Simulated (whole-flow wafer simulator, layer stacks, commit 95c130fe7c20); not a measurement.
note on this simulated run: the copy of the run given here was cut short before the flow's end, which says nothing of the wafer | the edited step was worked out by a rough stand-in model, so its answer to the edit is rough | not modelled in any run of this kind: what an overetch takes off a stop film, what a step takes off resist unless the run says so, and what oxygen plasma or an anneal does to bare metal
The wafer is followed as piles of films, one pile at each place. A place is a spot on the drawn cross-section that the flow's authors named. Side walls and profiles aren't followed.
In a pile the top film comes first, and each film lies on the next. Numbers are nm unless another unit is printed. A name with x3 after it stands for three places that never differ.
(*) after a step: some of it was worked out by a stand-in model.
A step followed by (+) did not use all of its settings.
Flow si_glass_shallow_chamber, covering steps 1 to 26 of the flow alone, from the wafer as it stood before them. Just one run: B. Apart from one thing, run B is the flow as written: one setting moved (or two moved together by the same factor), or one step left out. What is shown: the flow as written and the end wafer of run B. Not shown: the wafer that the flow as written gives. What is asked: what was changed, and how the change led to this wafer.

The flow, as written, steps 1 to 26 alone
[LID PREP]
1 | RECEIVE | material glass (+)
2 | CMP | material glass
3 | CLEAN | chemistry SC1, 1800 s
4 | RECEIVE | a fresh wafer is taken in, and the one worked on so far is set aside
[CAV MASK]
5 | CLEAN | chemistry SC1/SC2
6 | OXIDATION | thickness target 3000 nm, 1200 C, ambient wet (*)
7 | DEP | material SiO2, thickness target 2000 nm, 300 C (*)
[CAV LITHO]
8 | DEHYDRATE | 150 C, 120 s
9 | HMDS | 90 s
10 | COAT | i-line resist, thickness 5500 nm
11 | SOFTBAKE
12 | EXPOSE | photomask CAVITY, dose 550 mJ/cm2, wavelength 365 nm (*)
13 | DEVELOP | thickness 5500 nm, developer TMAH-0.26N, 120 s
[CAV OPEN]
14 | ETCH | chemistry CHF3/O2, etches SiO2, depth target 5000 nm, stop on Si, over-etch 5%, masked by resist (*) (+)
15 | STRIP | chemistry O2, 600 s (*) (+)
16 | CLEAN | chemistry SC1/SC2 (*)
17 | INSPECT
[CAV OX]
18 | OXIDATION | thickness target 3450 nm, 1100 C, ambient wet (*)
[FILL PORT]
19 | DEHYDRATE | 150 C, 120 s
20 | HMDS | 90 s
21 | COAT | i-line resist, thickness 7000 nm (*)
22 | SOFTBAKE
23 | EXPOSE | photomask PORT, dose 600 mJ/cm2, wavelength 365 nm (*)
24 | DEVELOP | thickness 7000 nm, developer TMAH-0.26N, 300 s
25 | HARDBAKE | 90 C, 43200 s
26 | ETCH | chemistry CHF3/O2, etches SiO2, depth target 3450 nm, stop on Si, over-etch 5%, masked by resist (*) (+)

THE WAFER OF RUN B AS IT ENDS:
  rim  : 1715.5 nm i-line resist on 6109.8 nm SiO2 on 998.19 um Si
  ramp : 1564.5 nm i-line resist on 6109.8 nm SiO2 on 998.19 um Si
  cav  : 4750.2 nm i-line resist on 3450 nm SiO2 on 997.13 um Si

What caused this: step 14, ETCH: over-etch 3.06% was run, though the flow has over-etch 5%.

How this came from the change, step by step:
  14 | ETCH | chemistry CHF3/O2, etches SiO2, depth target 5000 nm, stop on Si, over-etch 5%, masked by resist (*) (+)
      cav, port: -5000 SiO2 (all of it), -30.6 Si (as written it would have been: -5000 SiO2 (all of it), -50 Si)
  15 | STRIP | chemistry O2, 600 s (*) (+)
      rim, ramp, septum, ring: -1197 i-line resist (all of it) (as written it would have been: -1116.2 i-line resist (all of it))
